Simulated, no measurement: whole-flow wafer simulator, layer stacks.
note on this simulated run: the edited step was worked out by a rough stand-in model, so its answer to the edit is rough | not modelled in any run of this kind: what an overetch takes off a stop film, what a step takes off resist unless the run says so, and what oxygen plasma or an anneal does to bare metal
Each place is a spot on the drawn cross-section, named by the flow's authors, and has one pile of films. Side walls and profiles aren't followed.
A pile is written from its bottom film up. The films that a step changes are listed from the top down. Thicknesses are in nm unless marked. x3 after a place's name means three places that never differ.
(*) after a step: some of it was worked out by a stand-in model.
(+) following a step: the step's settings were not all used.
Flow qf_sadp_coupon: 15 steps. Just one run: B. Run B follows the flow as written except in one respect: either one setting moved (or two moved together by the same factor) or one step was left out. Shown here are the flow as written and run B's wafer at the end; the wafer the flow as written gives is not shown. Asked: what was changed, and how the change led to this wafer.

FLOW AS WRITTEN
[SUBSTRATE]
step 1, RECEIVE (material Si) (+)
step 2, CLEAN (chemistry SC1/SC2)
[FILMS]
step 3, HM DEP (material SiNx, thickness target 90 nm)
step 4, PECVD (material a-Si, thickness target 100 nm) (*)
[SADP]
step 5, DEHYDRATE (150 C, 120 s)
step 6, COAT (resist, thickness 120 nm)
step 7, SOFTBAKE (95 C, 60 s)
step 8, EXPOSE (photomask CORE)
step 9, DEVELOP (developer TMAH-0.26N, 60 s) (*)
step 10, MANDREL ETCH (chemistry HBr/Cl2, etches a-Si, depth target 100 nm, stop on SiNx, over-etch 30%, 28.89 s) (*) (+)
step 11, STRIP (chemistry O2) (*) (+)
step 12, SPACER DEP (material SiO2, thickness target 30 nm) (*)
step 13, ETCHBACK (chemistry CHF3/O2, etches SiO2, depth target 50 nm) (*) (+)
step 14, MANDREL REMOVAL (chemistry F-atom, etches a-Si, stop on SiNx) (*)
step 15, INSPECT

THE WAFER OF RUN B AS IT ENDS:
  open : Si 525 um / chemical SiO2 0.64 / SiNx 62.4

Cause: step 4, PECVD: thickness target 70.1 nm was run, whereas the flow has thickness target 100 nm.

Step by step, how the change led to this:
  step 4, PECVD (material a-Si, thickness target 100 nm) (*)
      m, open: +70.1 a-Si (new film) (it would be, as written: +100 a-Si (new film))
  step 10, MANDREL ETCH (chemistry HBr/Cl2, etches a-Si, depth target 100 nm, stop on SiNx, over-etch 30%, 28.89 s) (*) (+)
      open: -70.1 a-Si (all of it), -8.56 SiNx (it would be, as written: -100 a-Si (all of it), -4.29 SiNx)
  step 14, MANDREL REMOVAL (chemistry F-atom, etches a-Si, stop on SiNx) (*)
      m: -65.9 a-Si (all of it) (it would be, as written: -95.8 a-Si (all of it))
